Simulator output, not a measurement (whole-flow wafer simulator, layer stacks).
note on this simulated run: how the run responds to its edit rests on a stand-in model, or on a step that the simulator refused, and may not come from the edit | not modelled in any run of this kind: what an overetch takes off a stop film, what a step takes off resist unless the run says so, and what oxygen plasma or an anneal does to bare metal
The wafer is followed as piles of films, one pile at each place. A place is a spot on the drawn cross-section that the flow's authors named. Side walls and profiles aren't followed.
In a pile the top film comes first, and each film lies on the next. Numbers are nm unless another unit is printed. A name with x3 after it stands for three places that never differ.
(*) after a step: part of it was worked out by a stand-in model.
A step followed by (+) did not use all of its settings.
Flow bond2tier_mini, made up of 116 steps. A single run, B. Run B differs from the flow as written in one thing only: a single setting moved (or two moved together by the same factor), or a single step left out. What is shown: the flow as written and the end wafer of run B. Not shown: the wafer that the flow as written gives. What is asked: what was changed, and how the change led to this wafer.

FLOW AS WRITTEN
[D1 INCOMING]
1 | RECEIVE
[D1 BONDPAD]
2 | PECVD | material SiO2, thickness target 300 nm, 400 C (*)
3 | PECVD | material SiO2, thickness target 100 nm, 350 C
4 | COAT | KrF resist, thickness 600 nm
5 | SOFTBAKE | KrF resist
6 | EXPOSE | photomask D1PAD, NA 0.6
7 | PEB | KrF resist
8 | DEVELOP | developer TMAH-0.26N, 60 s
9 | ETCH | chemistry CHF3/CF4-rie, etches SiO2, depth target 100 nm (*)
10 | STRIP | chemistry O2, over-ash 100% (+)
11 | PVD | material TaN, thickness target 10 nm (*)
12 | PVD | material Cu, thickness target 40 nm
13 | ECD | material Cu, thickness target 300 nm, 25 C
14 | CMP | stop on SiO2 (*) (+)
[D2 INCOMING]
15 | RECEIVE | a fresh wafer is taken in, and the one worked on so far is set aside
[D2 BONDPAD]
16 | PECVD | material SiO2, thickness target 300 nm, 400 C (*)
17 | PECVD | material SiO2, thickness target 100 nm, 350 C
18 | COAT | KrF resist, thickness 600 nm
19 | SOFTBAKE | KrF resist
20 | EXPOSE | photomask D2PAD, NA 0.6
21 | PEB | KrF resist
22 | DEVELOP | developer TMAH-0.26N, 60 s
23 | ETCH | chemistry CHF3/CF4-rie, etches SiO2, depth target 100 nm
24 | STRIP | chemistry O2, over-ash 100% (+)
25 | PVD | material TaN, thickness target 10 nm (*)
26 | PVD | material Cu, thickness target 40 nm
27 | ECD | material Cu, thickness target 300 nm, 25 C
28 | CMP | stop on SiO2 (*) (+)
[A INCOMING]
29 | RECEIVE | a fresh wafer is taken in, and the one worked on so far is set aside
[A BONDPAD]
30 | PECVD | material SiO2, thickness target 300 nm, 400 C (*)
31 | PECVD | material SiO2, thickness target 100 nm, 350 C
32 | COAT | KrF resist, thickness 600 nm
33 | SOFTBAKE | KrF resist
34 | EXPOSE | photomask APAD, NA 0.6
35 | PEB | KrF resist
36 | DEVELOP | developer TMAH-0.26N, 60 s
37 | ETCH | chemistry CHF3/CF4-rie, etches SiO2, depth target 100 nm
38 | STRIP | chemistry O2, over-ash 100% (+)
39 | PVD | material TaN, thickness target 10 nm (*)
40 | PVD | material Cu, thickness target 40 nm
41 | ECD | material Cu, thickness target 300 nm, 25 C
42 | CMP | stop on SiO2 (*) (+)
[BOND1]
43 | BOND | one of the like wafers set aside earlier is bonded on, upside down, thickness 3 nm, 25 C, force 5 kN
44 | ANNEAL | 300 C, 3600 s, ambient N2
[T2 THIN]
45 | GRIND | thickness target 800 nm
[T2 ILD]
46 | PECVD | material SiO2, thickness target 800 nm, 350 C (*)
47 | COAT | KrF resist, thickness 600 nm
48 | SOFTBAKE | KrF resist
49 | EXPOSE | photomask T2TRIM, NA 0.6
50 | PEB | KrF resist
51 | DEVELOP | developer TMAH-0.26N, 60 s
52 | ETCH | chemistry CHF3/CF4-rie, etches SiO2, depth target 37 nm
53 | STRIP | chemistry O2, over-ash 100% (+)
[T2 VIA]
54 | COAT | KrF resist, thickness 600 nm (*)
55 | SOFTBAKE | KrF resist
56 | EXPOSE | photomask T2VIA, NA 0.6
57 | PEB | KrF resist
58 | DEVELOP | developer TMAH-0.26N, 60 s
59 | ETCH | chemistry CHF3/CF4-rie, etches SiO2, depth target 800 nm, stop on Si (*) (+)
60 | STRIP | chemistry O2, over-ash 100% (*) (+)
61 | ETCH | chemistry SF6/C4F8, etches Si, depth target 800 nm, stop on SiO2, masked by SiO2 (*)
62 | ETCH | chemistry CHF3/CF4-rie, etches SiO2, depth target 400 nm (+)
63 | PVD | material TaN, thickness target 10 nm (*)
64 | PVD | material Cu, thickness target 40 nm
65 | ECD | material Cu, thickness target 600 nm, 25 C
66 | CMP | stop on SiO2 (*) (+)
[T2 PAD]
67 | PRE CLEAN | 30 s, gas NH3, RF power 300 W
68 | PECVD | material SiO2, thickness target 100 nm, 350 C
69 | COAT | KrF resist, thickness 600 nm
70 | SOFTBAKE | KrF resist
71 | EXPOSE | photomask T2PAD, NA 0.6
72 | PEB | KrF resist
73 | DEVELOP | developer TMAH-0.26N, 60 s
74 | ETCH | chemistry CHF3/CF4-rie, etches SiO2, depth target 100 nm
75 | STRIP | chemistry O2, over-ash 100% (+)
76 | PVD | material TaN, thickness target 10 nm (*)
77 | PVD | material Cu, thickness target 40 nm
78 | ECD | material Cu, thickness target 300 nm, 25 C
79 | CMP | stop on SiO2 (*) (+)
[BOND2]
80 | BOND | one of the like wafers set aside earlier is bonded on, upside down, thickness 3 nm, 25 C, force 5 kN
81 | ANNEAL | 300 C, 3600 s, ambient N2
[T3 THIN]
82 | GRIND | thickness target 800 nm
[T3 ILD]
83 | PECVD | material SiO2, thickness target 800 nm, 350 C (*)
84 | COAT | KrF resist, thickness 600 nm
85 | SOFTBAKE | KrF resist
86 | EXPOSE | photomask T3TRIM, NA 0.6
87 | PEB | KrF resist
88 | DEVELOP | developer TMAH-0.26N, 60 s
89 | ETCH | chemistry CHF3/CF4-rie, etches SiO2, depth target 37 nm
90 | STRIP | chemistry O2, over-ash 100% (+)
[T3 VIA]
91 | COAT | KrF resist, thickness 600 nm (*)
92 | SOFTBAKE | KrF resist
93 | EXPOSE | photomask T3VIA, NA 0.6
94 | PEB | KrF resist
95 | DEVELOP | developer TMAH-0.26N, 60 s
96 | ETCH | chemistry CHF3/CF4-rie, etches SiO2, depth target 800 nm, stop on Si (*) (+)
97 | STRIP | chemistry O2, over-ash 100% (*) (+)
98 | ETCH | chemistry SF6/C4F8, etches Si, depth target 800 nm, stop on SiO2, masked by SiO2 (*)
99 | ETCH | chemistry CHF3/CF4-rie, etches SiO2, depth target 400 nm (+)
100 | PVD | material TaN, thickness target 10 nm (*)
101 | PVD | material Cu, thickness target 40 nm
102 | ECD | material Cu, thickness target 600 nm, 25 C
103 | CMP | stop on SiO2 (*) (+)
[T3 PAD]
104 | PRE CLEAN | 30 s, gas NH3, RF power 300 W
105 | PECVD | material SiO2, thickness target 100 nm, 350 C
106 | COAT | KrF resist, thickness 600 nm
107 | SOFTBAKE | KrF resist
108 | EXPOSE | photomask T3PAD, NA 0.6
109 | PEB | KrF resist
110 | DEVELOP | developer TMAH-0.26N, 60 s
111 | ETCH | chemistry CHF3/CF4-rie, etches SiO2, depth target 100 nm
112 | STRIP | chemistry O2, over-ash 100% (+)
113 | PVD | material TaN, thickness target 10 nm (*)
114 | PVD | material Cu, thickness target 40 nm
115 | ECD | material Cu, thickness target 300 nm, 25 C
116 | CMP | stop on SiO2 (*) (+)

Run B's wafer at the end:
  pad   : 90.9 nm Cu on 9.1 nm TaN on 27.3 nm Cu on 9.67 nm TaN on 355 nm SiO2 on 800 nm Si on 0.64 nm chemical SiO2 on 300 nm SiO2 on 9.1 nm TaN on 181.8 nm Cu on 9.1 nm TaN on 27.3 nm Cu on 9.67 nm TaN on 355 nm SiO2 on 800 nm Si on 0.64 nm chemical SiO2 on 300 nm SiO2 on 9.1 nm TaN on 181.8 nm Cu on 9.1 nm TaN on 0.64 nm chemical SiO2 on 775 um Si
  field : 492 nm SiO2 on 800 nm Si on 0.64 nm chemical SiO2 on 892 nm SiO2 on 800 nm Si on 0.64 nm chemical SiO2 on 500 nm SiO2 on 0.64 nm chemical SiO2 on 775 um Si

The reason: step 30, PECVD: material SiO2, thickness target 300 nm, 400 C (*), was not run.

The path from the change to this, step by step:
  31 | PECVD | material SiO2, thickness target 100 nm, 350 C
      field, pad, via: +100 SiO2 (new film) (it would be, as written: +100 SiO2)
  37 | ETCH | chemistry CHF3/CF4-rie, etches SiO2, depth target 100 nm
      pad, via: -100 SiO2 (all of it) (it would be, as written: -100 SiO2)
